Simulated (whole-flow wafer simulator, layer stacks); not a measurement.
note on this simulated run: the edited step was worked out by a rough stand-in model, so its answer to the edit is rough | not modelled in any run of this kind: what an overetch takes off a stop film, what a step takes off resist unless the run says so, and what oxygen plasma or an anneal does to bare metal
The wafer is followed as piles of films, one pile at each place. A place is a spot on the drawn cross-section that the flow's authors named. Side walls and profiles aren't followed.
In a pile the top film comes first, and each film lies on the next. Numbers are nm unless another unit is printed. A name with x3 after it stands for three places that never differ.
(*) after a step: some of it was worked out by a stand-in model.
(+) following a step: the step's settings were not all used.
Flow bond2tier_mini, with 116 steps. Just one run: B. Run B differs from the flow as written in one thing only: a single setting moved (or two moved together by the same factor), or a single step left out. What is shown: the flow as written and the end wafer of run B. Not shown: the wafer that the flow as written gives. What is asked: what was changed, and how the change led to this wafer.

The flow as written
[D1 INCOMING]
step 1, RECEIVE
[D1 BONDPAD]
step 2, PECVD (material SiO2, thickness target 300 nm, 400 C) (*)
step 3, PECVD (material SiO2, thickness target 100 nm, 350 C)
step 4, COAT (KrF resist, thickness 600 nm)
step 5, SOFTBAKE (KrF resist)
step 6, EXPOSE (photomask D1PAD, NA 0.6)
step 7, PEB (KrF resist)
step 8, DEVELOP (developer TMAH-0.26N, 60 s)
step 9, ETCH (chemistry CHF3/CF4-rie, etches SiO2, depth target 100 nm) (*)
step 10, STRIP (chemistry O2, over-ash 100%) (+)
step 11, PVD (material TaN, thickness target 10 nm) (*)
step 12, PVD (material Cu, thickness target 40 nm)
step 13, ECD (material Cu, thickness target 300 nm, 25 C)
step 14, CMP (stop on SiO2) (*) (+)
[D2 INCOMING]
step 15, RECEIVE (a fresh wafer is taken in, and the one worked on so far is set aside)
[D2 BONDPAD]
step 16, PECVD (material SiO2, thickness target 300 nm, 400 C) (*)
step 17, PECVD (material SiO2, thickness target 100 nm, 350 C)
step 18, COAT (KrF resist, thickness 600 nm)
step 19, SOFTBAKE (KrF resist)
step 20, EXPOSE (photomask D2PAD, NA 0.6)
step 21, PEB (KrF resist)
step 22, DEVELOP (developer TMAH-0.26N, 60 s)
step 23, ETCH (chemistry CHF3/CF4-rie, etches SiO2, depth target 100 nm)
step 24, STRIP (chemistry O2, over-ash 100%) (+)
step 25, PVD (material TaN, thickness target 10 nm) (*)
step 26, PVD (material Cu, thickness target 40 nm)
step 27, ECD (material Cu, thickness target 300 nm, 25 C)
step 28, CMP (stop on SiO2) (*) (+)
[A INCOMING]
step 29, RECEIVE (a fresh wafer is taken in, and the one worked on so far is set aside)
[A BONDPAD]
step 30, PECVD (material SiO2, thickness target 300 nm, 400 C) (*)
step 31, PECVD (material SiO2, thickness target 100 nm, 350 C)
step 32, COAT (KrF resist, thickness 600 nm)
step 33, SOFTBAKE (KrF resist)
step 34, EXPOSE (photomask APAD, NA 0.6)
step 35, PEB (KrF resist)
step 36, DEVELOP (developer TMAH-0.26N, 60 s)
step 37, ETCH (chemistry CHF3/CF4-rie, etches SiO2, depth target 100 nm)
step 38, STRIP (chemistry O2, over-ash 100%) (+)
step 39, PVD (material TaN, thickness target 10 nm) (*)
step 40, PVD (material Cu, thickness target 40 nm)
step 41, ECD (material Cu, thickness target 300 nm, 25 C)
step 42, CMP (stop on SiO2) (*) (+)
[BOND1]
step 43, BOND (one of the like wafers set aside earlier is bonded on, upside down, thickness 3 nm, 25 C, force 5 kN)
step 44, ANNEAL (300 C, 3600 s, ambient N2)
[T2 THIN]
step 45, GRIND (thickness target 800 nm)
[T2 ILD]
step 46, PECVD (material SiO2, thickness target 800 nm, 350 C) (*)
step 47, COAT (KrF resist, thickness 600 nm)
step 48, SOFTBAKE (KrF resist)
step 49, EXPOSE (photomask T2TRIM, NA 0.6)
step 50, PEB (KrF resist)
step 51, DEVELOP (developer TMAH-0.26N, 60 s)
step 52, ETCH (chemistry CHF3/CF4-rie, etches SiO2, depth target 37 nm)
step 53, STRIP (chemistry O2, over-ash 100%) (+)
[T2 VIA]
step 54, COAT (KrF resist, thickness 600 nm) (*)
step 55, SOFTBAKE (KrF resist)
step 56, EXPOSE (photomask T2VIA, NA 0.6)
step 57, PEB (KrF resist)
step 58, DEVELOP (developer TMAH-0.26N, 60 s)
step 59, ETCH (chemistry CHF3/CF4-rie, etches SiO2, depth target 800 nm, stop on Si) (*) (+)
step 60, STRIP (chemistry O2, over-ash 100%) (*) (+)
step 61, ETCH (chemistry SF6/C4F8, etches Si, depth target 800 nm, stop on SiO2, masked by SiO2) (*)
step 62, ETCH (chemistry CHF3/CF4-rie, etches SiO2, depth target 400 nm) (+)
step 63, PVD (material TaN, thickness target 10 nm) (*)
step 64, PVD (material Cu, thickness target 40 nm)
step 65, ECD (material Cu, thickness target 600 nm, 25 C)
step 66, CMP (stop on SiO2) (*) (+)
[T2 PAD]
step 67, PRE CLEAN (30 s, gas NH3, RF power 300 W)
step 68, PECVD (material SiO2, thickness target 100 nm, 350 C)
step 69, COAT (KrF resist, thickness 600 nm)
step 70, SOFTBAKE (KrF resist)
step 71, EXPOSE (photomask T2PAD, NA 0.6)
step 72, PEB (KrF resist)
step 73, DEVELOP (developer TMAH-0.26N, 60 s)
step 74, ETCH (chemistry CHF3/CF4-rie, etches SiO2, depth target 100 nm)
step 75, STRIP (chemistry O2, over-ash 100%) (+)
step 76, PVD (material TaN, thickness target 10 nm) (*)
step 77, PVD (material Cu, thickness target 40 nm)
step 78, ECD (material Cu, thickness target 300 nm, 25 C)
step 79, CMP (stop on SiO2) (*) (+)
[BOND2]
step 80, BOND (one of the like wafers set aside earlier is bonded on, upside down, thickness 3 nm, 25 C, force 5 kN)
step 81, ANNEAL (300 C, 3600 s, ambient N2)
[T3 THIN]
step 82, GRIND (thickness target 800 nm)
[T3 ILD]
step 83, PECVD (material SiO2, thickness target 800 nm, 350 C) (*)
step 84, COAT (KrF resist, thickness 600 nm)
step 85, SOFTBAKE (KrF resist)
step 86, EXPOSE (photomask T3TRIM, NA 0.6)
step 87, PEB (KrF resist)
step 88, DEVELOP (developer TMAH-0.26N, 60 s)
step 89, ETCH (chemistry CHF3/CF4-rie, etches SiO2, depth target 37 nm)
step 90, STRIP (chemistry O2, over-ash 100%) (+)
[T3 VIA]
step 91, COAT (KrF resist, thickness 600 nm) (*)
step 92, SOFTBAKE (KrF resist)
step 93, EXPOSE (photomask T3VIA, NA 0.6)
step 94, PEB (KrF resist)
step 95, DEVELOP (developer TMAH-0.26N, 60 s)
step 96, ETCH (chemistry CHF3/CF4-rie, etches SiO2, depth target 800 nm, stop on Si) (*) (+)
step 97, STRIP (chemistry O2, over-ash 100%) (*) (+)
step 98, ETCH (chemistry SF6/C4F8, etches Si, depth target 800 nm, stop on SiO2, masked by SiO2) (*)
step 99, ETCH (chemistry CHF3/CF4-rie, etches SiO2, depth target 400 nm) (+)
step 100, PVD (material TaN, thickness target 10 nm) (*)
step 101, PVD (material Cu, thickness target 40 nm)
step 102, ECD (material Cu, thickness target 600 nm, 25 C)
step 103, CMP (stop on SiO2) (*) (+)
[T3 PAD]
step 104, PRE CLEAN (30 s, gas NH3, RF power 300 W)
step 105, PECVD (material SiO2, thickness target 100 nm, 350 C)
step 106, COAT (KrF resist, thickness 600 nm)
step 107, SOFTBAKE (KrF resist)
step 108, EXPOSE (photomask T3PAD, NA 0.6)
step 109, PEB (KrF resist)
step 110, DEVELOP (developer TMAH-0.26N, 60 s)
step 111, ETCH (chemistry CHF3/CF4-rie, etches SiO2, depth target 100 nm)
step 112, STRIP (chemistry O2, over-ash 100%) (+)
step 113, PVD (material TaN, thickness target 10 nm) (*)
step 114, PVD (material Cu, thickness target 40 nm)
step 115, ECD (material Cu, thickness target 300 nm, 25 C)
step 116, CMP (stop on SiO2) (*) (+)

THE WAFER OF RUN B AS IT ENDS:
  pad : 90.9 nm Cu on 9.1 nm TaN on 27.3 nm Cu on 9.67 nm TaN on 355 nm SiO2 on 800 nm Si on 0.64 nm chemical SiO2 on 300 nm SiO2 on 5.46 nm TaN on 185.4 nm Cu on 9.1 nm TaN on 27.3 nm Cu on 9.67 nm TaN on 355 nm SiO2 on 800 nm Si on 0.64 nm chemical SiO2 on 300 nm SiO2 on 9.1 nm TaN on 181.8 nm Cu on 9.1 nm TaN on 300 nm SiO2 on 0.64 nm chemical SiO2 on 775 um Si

Cause: step 25, PVD: thickness target 6 nm was run, whereas the flow has thickness target 10 nm.

How this came from the change, step by step:
  step 25, PVD (material TaN, thickness target 10 nm) (*)
      field: +6 TaN (new film) (as written it would have been: +10 TaN (new film))
      pad: +5.46 TaN (new film) (as written it would have been: +9.1 TaN (new film))
      (and at 1 other place as well)
  step 28, CMP (stop on SiO2) (*) (+)
      field: -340 Cu (all of it), -6 TaN (all of it) (as written it would have been: -340 Cu (all of it), -10 TaN (all of it))
  step 80, BOND (one of the like wafers set aside earlier is bonded on, upside down, thickness 3 nm, 25 C, force 5 kN)
      pad: +775 um Si (new film), +0.64 chemical SiO2 (new film), +300 SiO2 (new film), +5.46 TaN (new film), +94.5 Cu (as written it would have been: +775 um Si (new film), +0.64 chemical SiO2 (new film), +300 SiO2 (new film), +9.1 TaN (new film), +90.9 Cu)
